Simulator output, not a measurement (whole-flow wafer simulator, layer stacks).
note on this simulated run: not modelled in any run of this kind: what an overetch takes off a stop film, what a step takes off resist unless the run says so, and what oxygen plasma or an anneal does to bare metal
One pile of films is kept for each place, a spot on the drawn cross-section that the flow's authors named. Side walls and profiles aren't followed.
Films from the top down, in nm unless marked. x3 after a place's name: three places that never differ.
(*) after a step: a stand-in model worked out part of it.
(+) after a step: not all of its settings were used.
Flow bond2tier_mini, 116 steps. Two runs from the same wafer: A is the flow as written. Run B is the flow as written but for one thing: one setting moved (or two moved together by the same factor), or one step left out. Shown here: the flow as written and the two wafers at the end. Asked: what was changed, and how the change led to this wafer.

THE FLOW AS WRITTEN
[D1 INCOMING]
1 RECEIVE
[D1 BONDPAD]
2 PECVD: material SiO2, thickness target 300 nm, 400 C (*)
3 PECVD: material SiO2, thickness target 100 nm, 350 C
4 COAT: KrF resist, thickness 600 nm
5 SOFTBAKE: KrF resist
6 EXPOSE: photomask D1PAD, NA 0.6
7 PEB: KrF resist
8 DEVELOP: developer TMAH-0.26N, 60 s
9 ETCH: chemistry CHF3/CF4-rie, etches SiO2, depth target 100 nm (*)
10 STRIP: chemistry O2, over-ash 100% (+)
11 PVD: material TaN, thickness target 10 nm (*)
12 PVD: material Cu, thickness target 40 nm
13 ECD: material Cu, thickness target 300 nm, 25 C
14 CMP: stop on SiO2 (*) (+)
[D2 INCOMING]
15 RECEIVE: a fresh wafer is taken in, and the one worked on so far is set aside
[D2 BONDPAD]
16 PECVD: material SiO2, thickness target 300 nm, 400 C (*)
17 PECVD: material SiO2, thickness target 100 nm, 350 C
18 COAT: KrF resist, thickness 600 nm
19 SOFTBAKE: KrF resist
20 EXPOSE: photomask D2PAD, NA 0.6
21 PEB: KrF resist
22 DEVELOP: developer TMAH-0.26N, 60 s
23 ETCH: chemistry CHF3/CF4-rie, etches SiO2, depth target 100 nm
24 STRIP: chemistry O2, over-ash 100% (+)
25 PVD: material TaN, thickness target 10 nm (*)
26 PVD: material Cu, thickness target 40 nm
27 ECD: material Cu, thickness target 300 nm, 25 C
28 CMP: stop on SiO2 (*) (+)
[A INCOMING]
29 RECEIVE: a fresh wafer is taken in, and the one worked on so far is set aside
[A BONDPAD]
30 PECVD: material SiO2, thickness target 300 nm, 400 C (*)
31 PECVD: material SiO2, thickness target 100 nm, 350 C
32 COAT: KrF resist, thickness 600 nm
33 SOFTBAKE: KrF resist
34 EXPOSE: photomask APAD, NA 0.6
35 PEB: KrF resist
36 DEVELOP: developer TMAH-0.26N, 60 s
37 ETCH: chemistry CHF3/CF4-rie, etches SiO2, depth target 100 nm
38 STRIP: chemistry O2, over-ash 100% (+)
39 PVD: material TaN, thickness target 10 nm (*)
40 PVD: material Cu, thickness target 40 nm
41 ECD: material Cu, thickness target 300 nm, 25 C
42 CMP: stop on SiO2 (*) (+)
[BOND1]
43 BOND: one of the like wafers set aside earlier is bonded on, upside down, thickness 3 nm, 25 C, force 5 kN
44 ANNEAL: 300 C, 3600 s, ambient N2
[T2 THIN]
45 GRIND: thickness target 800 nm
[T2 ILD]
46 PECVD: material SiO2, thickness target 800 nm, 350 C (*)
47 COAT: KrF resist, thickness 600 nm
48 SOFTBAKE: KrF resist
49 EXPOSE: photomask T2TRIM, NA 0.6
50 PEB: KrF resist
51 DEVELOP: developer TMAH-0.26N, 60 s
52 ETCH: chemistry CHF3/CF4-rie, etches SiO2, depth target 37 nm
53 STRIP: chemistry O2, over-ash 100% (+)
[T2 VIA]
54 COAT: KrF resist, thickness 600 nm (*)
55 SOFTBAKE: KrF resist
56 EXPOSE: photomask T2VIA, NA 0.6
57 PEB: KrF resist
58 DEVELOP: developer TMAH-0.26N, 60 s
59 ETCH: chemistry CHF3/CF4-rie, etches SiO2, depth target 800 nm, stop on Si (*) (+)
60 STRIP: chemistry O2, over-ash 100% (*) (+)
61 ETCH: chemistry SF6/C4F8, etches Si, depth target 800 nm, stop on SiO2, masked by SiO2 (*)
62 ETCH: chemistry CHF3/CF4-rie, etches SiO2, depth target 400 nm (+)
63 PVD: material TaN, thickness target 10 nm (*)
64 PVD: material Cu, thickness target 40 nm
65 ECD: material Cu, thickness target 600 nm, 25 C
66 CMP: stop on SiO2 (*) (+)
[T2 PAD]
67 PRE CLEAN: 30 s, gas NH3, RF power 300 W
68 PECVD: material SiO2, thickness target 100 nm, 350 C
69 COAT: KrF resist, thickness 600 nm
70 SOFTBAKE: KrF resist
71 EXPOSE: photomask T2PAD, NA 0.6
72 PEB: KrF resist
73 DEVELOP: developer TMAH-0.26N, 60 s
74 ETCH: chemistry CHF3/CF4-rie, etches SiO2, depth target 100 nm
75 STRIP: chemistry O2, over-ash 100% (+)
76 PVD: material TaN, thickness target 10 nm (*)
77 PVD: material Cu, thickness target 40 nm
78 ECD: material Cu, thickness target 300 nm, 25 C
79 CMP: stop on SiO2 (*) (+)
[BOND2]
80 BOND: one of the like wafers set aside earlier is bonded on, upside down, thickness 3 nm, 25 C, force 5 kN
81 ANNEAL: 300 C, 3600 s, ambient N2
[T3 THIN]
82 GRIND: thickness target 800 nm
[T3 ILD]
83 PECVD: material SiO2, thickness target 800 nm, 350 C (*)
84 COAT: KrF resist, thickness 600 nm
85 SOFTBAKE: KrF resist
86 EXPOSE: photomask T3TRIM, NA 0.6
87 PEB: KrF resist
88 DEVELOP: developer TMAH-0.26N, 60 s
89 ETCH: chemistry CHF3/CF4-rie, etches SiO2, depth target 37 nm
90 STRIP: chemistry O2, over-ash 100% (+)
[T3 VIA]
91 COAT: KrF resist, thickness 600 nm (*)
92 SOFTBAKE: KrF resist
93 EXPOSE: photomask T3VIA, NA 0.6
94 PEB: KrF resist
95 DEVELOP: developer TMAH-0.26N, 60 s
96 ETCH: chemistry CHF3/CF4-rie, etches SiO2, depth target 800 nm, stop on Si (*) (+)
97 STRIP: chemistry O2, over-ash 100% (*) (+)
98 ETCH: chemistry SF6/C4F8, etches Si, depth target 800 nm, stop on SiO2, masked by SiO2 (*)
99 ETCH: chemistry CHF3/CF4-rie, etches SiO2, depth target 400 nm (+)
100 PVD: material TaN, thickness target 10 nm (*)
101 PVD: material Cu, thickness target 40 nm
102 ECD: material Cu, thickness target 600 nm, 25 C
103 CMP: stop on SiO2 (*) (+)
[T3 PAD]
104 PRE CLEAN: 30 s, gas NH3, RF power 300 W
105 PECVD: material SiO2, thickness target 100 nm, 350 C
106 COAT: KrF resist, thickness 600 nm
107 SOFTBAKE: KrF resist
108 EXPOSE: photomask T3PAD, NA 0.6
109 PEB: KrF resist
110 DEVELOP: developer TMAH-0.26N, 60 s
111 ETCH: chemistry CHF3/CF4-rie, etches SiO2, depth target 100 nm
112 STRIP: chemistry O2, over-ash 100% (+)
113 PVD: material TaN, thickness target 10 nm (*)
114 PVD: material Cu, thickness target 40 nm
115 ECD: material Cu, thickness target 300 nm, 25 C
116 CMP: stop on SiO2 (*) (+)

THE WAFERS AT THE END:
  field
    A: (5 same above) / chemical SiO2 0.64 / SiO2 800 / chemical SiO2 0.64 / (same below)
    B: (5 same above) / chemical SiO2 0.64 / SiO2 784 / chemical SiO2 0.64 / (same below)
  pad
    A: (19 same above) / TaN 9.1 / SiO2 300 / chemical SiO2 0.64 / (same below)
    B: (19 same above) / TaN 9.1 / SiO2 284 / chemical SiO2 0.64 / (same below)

The cause: step 31, PECVD: thickness target 84 nm was run, where the flow has thickness target 100 nm.

How the change led to this, step by step:
  31 PECVD: material SiO2, thickness target 100 nm, 350 C
      field, pad, via: A SiO2 +100 | B SiO2 +84
